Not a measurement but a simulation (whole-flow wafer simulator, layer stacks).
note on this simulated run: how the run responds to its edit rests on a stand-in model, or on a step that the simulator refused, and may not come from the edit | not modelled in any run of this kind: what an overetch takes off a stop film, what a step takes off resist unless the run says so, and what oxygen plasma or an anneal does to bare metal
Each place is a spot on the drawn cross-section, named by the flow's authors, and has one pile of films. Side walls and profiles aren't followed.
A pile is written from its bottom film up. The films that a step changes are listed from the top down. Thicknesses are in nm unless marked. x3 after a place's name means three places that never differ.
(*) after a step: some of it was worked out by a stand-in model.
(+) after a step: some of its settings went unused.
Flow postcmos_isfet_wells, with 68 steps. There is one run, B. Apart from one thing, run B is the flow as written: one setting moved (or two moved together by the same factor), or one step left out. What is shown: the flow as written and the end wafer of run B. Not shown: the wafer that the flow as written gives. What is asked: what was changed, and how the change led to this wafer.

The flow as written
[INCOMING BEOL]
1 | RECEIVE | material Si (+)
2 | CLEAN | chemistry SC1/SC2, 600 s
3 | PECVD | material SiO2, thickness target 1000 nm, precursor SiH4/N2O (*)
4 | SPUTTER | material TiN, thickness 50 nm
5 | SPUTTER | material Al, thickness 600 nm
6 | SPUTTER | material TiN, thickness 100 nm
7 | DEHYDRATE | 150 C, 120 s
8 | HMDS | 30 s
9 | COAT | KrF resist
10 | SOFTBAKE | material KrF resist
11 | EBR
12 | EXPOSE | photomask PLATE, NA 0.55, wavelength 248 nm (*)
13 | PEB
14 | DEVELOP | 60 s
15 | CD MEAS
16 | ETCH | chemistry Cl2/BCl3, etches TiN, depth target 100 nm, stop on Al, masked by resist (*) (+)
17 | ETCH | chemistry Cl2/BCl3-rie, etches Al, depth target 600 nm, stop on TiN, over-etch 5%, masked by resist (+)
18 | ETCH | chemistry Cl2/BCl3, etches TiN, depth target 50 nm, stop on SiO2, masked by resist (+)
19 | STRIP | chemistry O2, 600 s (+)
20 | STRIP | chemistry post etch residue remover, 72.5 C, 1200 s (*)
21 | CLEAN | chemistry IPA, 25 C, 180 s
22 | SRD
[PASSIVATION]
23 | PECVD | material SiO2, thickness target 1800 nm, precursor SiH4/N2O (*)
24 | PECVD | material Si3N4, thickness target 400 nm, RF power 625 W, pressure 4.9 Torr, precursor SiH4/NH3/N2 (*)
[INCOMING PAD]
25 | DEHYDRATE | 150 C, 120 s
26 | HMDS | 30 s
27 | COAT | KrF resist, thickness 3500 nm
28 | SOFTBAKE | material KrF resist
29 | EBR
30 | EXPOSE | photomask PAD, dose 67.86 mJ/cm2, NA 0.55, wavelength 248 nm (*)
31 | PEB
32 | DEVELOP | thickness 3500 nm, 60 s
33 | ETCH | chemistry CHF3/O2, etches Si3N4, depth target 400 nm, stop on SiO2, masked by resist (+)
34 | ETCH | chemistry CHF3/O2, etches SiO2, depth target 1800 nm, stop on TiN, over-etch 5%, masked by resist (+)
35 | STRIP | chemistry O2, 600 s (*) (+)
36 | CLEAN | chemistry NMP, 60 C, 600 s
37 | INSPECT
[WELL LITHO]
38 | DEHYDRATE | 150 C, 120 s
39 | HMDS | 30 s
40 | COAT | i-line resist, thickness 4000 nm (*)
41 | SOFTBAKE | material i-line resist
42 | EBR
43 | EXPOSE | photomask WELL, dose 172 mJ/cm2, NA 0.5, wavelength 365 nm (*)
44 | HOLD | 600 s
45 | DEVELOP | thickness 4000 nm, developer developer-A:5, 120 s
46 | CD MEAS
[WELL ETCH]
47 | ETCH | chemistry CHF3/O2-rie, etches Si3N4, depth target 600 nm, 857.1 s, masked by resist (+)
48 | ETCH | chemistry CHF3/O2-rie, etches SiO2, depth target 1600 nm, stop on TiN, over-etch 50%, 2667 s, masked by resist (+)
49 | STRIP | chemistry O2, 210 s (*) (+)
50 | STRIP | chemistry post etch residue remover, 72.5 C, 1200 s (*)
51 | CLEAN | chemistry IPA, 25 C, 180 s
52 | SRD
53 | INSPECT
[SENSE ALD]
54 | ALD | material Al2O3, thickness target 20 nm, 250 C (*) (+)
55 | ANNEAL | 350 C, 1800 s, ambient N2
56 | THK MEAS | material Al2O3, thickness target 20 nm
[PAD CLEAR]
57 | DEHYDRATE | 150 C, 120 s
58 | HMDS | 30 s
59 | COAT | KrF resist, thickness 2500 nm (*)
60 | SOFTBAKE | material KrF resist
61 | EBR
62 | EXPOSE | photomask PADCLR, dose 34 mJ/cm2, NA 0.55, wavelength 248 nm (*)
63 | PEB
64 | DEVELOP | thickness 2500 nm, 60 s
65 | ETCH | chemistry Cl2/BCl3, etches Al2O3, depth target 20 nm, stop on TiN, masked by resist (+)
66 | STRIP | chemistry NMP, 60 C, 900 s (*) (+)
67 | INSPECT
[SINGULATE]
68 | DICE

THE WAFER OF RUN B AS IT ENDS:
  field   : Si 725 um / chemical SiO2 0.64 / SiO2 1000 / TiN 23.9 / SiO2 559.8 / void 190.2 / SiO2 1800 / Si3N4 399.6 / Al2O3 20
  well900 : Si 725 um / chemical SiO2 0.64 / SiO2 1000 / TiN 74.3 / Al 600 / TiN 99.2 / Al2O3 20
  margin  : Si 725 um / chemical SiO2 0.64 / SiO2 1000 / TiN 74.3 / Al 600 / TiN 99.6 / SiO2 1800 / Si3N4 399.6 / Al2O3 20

The reason: step 4, SPUTTER: thickness 74.3 nm was run, whereas the flow has thickness 50 nm.
The wafer lets one read it off: well900 has TiN 74.3, and step 4 as written asks for 50 nm.

How this came from the change, step by step:
  4 | SPUTTER | material TiN, thickness 50 nm
      field, margin, well900, well1300 x3, pad_rim, pad_clr, pad_open: TiN gains 74.3 (new film) (as written it would have been: TiN gains 50 (new film))
  18 | ETCH | chemistry Cl2/BCl3, etches TiN, depth target 50 nm, stop on SiO2, masked by resist (+)
      field: TiN loses 50 (as written it would have been: TiN loses 50 (all of it))
  23 | PECVD | material SiO2, thickness target 1800 nm, precursor SiH4/N2O (*)
      field: SiO2 gains 1800 (new film), void gains 190.2 (new film), SiO2 gains 559.8 (new film) (as written it would have been: SiO2 gains 1800 (new film), void gains 189.9 (new film), SiO2 gains 559.7)
With metal films that touch counted as one body, field has 1 body; the flow as written gives 0 bodies.
